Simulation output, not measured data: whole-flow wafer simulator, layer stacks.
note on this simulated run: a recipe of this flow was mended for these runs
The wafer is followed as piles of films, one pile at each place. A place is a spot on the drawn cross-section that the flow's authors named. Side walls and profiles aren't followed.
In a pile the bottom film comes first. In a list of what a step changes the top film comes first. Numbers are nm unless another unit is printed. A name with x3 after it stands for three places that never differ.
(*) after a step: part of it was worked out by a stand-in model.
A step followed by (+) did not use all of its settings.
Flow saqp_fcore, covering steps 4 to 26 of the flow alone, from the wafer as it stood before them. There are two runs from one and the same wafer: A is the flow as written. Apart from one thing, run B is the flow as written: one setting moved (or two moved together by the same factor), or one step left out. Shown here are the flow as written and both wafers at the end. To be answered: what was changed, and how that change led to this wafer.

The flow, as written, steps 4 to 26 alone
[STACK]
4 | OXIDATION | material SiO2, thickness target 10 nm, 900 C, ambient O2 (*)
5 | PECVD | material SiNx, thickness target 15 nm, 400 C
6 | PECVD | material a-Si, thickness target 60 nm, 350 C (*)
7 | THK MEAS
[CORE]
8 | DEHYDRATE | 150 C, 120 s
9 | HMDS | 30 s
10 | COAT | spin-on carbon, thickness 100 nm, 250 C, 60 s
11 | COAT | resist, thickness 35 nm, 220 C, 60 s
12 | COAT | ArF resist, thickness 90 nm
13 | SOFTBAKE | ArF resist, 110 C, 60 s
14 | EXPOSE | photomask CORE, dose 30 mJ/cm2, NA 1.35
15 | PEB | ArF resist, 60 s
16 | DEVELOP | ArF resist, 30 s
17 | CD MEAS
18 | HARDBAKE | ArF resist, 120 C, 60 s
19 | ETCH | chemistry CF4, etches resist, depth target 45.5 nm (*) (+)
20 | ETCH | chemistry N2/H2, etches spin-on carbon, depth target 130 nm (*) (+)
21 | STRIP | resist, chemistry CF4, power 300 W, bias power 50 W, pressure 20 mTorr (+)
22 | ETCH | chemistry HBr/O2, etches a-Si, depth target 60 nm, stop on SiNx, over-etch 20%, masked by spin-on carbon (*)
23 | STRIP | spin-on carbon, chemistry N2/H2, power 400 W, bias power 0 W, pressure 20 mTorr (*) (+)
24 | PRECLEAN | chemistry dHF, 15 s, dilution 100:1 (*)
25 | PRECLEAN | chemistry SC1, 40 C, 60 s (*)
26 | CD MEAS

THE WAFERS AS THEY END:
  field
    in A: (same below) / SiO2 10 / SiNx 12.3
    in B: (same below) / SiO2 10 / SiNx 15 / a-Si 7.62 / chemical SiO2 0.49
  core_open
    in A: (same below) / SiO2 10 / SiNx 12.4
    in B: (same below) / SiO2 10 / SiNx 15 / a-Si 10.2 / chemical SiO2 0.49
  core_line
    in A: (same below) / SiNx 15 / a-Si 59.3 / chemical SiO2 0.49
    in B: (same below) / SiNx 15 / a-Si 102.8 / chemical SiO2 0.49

The reason: step 6, PECVD: thickness target 103.5 nm was run, though the flow has thickness target 60 nm.

How this came from the change, step by step:
  6 | PECVD | material a-Si, thickness target 60 nm, 350 C (*)
      field, core_open, core_line: A a-Si gains 60 (new film) | B a-Si gains 103.5 (new film)
  22 | ETCH | chemistry HBr/O2, etches a-Si, depth target 60 nm, stop on SiNx, over-etch 20%, masked by spin-on carbon (*)
      field: A a-Si loses 36.8 (all of it), SiNx loses 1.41 | B a-Si loses 72
      core_open: A a-Si loses 39.4 (all of it), SiNx loses 1.3 | B a-Si loses 72
      (as well as at 1 more place)
  23 | STRIP | spin-on carbon, chemistry N2/H2, power 400 W, bias power 0 W, pressure 20 mTorr (*) (+)
      core_line: A spin-on carbon loses 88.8 (all of it) | B spin-on carbon loses 83.8 (all of it)
  24 | PRECLEAN | chemistry dHF, 15 s, dilution 100:1 (*)
      field, core_open: A SiNx loses 1.31 | B nothing
  25 | PRECLEAN | chemistry SC1, 40 C, 60 s (*)
      field, core_open: A nothing | B chemical SiO2 gains 0.49 (new film), a-Si loses 0.7
